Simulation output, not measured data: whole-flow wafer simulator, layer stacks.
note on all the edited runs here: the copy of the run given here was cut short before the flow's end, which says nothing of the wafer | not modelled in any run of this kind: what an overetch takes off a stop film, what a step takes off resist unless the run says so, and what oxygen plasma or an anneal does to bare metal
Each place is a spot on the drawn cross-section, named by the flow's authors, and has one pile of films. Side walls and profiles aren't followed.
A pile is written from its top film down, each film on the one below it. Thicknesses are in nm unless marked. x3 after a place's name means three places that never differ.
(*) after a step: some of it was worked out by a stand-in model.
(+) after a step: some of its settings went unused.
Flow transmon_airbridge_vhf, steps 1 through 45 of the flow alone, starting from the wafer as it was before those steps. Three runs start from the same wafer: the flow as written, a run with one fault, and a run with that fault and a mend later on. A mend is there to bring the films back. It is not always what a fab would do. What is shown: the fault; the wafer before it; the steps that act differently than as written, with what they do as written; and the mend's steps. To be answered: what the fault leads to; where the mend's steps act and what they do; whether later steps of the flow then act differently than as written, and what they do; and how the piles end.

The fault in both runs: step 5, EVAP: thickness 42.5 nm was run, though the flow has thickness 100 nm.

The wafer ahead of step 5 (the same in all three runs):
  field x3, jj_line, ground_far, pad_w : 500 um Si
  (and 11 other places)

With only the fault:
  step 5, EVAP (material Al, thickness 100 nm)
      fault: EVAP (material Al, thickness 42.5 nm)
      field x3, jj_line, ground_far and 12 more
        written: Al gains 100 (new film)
        fault: Al gains 42.5 (new film)
  Steps later in the flow that act otherwise than as written (not shown: 10 more steps that differ only slightly, by at most 2% or 0.5 nm, whichever is larger):
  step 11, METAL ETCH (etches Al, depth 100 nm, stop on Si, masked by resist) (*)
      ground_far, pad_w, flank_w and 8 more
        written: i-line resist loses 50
        fault: i-line resist loses 31.9
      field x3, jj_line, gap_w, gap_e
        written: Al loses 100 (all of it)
        fault: Al loses 42.5 (all of it)
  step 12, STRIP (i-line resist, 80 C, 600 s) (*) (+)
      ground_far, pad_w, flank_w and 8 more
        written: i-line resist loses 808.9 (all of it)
        fault: i-line resist loses 827.1 (all of it)
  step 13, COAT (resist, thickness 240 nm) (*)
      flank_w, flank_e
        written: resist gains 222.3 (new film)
        fault: resist gains 231.7 (new film)
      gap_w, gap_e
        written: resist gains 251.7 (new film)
        fault: resist gains 245.4 (new film)
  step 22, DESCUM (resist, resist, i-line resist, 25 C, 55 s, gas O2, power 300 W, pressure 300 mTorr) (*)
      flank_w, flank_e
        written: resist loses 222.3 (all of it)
        fault: resist loses 231.7 (all of it)
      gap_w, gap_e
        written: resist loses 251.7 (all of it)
        fault: resist loses 245.4 (all of it)
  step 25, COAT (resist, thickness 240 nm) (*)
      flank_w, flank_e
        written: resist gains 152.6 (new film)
        fault: resist gains 159.8 (new film)
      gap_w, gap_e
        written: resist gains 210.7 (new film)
        fault: resist gains 204.5 (new film)
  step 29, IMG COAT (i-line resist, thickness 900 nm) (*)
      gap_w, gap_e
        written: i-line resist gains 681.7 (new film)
        fault: i-line resist gains 666.6 (new film)
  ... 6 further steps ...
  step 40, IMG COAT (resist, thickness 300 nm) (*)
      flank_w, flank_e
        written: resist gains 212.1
        fault: resist gains 220.3
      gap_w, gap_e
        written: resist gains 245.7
        fault: resist gains 240.4
  By the end, the piles at ground_far, pad_w, flank_w and 10 more depart from the flow's by more than 2% or 0.5 nm, whichever is larger.
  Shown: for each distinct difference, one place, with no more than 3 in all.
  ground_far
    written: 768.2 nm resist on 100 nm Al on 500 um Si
    fault: 768.2 nm resist on 42.5 nm Al on 500 um Si
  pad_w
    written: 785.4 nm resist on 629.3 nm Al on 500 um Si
    fault: 785.6 nm resist on 591.3 nm Al on 499.99 um Si
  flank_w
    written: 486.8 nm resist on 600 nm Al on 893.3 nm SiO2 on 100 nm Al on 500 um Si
    fault: 498 nm resist on 600 nm Al on 893 nm SiO2 on 42.5 nm Al on 500 um Si

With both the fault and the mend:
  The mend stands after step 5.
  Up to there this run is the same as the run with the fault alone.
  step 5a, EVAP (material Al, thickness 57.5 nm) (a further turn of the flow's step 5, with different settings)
      field x3, jj_line, ground_far and 12 more
        Al gains 57.5
  None of the later steps of the flow acts differently than as written at any place that is followed.
  The piles end the same as the flow's at every place that both follow.
